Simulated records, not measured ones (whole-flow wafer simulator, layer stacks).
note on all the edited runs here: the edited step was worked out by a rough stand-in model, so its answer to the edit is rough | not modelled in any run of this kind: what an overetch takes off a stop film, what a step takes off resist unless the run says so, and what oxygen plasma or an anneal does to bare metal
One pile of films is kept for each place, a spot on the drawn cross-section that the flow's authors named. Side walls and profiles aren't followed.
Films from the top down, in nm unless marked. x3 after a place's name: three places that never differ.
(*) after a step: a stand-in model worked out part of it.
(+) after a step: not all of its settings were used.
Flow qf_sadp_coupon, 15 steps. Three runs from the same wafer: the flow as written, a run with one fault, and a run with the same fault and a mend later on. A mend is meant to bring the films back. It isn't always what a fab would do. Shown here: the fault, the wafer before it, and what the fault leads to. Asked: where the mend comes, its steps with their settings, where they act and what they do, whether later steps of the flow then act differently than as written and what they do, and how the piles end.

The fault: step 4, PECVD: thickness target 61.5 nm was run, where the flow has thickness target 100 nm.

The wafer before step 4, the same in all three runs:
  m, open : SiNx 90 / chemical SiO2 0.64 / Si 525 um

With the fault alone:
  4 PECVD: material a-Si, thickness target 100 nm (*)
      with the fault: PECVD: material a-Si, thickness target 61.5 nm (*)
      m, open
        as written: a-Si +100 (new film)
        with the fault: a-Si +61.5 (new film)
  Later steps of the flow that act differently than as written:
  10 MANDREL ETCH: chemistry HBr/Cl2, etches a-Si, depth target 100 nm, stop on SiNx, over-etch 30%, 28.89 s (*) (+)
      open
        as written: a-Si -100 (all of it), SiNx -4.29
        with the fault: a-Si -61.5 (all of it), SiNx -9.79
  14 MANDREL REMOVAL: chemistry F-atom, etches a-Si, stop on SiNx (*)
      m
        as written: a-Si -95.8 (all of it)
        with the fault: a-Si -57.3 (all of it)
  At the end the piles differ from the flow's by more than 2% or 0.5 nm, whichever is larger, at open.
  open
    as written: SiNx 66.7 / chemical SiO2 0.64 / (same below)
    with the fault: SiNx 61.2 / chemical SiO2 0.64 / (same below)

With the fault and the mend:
  The mend comes after step 4.
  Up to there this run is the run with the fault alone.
  4a ETCH: chemistry tmah, depth target 70.72 nm
      m, open
        a-Si -61.5 (all of it)
  4b PECVD: material a-Si, thickness target 100 nm (*) (the flow's step 4 once more)
      m, open
        a-Si +100 (new film)
  No later step of the flow acts differently than as written at any place that is followed.
  At the end the piles are the same as the flow's at every place that both follow.
